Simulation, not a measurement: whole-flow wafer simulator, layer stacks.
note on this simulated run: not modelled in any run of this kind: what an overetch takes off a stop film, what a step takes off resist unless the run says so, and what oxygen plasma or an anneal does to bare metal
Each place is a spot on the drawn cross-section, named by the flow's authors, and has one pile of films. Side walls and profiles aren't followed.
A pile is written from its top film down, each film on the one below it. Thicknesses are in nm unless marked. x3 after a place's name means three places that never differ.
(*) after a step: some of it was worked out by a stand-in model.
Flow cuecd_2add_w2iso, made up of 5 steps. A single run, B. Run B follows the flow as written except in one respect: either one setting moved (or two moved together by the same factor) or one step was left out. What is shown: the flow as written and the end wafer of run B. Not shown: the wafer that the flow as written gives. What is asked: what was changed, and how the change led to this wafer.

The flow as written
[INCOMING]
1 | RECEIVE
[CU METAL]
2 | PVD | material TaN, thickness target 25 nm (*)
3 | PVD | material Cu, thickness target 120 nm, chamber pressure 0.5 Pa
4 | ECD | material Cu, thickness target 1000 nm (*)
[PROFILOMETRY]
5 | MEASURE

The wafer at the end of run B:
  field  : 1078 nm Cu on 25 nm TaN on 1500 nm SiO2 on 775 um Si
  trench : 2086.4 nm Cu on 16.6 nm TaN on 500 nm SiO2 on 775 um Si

What caused this: step 3, PVD: thickness target 78 nm was run, whereas the flow has thickness target 120 nm.

The path from the change to this, step by step:
  3 | PVD | material Cu, thickness target 120 nm, chamber pressure 0.5 Pa
      field: +78 Cu (new film) (as written it would have been: +120 Cu (new film))
      trench: +52.7 Cu (new film) (as written it would have been: +80.8 Cu (new film))
